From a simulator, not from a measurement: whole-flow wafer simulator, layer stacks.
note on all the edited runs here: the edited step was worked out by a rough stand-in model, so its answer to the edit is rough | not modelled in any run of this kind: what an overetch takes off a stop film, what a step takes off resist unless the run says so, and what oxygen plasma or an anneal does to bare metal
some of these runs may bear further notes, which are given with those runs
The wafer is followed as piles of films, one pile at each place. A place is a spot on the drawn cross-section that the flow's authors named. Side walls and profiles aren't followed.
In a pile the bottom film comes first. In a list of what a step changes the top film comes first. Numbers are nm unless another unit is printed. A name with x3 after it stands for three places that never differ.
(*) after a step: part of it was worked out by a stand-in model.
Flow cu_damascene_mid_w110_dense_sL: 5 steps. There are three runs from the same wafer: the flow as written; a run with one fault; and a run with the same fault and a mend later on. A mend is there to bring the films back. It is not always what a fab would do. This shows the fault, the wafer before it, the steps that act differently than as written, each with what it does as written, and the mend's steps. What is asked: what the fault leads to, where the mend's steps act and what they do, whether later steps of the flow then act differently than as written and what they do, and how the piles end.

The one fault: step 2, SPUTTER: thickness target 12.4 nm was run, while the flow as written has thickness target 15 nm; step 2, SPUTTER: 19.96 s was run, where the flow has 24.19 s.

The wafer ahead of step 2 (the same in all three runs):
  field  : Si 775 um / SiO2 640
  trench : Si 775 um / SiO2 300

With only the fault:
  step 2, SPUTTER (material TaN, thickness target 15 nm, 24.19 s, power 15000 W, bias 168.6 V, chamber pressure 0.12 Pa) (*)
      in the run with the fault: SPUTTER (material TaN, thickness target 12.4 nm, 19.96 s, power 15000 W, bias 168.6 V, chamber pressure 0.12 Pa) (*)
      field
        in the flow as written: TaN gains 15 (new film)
        in the run with the fault: TaN gains 12.4 (new film)
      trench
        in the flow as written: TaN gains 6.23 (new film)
        in the run with the fault: TaN gains 5.15 (new film)
  Later steps of the flow that are run all act as written at every place that is followed, up to a difference of at most 2% or 0.5 nm, whichever is larger.
  At field, trench, the piles at the end differ from the flow's by more than 2% or 0.5 nm, whichever is larger.
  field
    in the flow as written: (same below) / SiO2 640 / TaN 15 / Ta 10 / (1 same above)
    in the run with the fault: (same below) / SiO2 640 / TaN 12.4 / Ta 10 / (1 same above)
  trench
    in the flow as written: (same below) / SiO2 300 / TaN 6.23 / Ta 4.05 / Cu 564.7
    in the run with the fault: (same below) / SiO2 300 / TaN 5.15 / Ta 4.08 / Cu 563.2

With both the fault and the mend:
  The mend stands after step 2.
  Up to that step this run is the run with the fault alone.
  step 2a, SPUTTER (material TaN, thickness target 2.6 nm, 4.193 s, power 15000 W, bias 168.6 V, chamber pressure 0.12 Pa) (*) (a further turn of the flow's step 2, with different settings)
      field
        TaN gains 2.6
      trench
        TaN gains 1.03
  Later steps of the flow that are run all act as written at every place that is followed.
  When the end is reached, the piles differ only a little from the flow's at the places that both follow, at most by 2% or 0.5 nm, whichever is larger.
